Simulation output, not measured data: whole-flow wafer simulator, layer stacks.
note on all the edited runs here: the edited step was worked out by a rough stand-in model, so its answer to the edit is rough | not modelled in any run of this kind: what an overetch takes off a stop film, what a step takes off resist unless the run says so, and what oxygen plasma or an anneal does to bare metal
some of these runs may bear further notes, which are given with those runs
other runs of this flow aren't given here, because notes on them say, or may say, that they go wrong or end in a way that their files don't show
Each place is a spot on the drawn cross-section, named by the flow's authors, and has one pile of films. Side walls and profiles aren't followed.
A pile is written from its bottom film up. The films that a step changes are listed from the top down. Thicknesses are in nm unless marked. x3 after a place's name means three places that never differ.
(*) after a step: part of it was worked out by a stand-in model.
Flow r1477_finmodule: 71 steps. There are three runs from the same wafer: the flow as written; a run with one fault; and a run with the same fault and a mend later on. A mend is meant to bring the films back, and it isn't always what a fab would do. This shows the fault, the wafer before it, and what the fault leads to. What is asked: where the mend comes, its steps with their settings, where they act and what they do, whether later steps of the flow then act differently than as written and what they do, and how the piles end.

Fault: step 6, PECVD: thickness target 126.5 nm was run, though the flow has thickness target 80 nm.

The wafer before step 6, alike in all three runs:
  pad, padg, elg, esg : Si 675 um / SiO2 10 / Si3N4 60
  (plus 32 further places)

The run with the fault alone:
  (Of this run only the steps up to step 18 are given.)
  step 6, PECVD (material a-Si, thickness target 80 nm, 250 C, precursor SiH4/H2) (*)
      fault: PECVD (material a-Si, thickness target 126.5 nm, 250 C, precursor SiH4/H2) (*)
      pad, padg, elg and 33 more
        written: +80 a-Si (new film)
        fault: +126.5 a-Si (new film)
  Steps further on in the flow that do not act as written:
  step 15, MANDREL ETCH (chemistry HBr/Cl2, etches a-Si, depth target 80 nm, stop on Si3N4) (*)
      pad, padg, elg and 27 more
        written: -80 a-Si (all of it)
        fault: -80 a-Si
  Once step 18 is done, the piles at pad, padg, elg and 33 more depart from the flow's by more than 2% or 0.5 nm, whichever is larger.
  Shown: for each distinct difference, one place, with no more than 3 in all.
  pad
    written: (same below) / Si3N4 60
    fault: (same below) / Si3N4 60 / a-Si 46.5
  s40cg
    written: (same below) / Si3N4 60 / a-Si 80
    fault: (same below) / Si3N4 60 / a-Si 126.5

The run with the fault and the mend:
  The mend follows step 7.
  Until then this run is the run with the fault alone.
  step 7a, ETCH (chemistry tmah, depth target 46.5 nm)
      pad, padg, elg and 33 more
        -46.5 a-Si
  Every later step of the flow that is run acts as written at every place that is followed.
  At every place that both follow, the piles at the end match the flow's.
